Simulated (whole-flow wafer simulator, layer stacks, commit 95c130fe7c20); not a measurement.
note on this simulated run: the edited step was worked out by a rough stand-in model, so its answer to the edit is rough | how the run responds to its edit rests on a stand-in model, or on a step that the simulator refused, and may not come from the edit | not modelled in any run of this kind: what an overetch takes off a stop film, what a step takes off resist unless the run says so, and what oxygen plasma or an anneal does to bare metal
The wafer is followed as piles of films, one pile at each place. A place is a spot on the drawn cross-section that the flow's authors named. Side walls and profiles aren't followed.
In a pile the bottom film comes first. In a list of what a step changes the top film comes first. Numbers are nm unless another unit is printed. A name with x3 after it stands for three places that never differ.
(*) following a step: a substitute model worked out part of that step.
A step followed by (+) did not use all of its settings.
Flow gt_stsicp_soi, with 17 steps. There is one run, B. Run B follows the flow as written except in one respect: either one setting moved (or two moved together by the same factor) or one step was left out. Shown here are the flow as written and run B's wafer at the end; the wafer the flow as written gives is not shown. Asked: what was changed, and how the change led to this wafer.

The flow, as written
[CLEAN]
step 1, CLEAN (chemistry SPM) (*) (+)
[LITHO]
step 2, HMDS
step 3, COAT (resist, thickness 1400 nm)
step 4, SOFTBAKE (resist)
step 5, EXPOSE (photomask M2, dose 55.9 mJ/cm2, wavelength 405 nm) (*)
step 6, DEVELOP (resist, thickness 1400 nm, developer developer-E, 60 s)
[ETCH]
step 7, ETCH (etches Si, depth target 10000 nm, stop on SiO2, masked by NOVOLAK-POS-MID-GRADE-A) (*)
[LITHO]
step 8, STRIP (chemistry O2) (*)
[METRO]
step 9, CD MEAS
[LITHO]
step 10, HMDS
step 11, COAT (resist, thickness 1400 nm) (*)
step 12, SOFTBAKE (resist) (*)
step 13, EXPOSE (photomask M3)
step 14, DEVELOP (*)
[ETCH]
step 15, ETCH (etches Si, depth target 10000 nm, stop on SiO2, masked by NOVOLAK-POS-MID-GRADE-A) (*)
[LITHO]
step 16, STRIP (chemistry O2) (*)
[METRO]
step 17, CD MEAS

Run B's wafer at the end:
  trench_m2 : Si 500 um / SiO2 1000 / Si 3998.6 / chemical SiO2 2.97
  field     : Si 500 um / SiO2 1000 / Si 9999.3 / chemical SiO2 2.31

Cause: step 7, ETCH: depth target 6000 nm was run, whereas the flow has depth target 10000 nm.

The path from the change to this, step by step:
  step 7, ETCH (etches Si, depth target 10000 nm, stop on SiO2, masked by NOVOLAK-POS-MID-GRADE-A) (*)
      trench_m2: -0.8 chemical SiO2 (all of it), -6000 Si (as written it would have been: -0.8 chemical SiO2 (all of it), -9999.9 Si (all of it))
      field, trench_m3: -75 resist (as written it would have been: -125 resist)
  step 8, STRIP (chemistry O2) (*)
      trench_m2: +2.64 chemical SiO2 (new film), -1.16 Si (as written it would have been: nothing)
      field, trench_m3: -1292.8 resist (all of it), +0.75 chemical SiO2, -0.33 Si (as written it would have been: -1242.8 resist (all of it), +0.74 chemical SiO2, -0.33 Si)
  step 11, COAT (resist, thickness 1400 nm) (*)
      trench_m2: +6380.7 resist (new film) (as written it would have been: +9583.4 resist (new film))
      trench_m3: +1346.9 resist (new film) (as written it would have been: +1311.7 resist (new film))
  step 12, SOFTBAKE (resist) (*)
      trench_m2: +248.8 resist (as written it would have been: nothing)
      trench_m3: +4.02 resist (as written it would have been: nothing)
  step 14, DEVELOP (*)
      trench_m3: -1350.9 resist (all of it) (as written it would have been: -1311.7 resist (all of it))
  step 16, STRIP (chemistry O2) (*)
      trench_m2: -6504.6 resist (all of it), +0.33 chemical SiO2, -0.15 Si (as written it would have been: -9458.4 resist (all of it))
      field: -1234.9 resist (all of it), +0.76 chemical SiO2, -0.34 Si (as written it would have been: -1207.8 resist (all of it), +0.94 chemical SiO2, -0.41 Si)
